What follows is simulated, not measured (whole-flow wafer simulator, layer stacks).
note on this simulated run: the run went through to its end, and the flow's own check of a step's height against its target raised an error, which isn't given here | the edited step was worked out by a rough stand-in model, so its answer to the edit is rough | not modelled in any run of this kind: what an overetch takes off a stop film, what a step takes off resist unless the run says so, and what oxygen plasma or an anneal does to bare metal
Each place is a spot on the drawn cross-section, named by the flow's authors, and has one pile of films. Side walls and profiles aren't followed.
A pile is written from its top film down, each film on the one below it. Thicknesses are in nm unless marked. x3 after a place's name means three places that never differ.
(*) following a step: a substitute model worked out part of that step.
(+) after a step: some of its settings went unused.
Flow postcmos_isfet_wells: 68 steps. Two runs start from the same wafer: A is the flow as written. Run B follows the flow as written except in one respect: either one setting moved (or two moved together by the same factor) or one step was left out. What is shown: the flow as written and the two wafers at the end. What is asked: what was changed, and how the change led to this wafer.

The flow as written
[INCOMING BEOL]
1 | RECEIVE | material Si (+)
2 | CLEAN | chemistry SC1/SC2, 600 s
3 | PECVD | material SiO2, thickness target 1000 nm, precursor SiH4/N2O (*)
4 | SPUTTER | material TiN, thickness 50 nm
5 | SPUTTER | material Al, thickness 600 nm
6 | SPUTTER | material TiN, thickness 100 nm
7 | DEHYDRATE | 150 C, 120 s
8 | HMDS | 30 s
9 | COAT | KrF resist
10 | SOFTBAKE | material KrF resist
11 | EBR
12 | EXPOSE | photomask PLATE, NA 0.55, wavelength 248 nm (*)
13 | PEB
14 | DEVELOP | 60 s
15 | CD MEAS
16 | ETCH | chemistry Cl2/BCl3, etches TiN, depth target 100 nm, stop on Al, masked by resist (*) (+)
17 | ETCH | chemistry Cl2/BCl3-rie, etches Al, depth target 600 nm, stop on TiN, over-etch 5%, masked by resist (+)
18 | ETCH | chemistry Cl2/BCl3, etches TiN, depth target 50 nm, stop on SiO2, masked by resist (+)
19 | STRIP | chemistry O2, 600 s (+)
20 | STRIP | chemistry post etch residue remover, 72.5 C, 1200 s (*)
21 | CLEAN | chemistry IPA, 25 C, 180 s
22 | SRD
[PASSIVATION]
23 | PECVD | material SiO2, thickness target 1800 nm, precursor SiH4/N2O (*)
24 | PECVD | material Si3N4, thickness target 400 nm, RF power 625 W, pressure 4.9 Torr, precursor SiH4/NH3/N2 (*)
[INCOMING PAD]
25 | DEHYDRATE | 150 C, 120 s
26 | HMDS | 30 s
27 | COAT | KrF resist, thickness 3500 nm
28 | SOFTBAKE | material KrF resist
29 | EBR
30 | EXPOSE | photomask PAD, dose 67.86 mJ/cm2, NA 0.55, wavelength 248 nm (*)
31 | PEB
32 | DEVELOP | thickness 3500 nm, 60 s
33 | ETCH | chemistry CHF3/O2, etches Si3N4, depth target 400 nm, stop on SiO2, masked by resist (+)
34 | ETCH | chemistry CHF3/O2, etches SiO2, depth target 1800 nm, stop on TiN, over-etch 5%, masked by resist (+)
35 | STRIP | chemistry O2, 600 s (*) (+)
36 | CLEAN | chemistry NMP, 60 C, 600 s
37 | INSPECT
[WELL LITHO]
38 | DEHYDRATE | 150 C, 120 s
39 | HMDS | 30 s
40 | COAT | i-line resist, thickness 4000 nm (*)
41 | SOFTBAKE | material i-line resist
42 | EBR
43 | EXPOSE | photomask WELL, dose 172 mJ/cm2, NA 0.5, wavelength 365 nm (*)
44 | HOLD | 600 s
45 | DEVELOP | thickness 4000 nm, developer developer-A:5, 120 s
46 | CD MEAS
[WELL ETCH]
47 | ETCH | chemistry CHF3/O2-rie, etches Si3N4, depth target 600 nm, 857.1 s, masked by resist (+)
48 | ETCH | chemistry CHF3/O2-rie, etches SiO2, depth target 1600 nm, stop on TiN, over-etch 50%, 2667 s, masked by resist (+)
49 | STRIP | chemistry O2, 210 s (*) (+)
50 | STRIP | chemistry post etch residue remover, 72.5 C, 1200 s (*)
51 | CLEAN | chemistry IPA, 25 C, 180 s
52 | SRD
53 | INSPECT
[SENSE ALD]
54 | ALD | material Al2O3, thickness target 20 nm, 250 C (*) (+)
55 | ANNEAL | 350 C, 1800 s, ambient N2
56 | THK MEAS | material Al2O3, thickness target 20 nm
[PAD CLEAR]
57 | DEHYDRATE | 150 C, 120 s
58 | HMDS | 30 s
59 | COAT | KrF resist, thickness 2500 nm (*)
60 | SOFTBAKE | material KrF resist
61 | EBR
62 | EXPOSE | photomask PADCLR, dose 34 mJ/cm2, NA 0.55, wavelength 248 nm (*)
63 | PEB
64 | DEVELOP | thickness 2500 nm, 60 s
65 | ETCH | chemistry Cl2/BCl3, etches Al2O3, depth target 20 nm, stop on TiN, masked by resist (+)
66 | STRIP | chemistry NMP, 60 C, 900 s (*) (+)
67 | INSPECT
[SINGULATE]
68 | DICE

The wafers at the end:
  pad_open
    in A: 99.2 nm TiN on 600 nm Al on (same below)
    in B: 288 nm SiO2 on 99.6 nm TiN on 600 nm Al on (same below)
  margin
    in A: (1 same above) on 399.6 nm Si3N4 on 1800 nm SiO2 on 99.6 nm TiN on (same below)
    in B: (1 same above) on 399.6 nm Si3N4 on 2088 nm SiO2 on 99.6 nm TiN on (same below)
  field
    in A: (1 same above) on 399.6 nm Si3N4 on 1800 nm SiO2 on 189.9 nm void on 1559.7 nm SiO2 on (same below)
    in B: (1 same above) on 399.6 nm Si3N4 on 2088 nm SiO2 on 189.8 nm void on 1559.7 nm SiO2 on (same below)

What caused this: step 23, PECVD: thickness target 2088 nm was run, whereas the flow has thickness target 1800 nm.
One can read it off the wafer: margin has SiO2 2088, and step 23 as written asks for 1800 nm.

The path from the change to this, step by step:
  23 | PECVD | material SiO2, thickness target 1800 nm, precursor SiH4/N2O (*)
      margin, well900, well1300 x3, pad_rim, pad_clr, pad_open: A +1800 SiO2 (new film) | B +2088 SiO2 (new film)
      field: A +1800 SiO2 (new film), +189.9 void (new film), +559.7 SiO2 | B +2088 SiO2 (new film), +189.8 void (new film), +559.7 SiO2
  34 | ETCH | chemistry CHF3/O2, etches SiO2, depth target 1800 nm, stop on TiN, over-etch 5%, masked by resist (+)
      pad_open: A -1800 SiO2 (all of it) | B -1800 SiO2
  48 | ETCH | chemistry CHF3/O2-rie, etches SiO2, depth target 1600 nm, stop on TiN, over-etch 50%, 2667 s, masked by resist (+)
      well900, well1300 x3: A -1600 SiO2 (all of it) | B -1888 SiO2 (all of it)
  59 | COAT | KrF resist, thickness 2500 nm (*)
      field: A +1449 KrF resist (new film) | B +1311.4 KrF resist (new film)
      margin: A +1448.9 KrF resist (new film) | B +1311.3 KrF resist (new film)
  63 | PEB
      field, margin: A -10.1 KrF resist | B -9.11 KrF resist
  66 | STRIP | chemistry NMP, 60 C, 900 s (*) (+)
      field: A -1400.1 KrF resist (all of it) | B -1263.5 KrF resist (all of it)
      margin: A -1400.1 KrF resist (all of it) | B -1263.4 KrF resist (all of it)
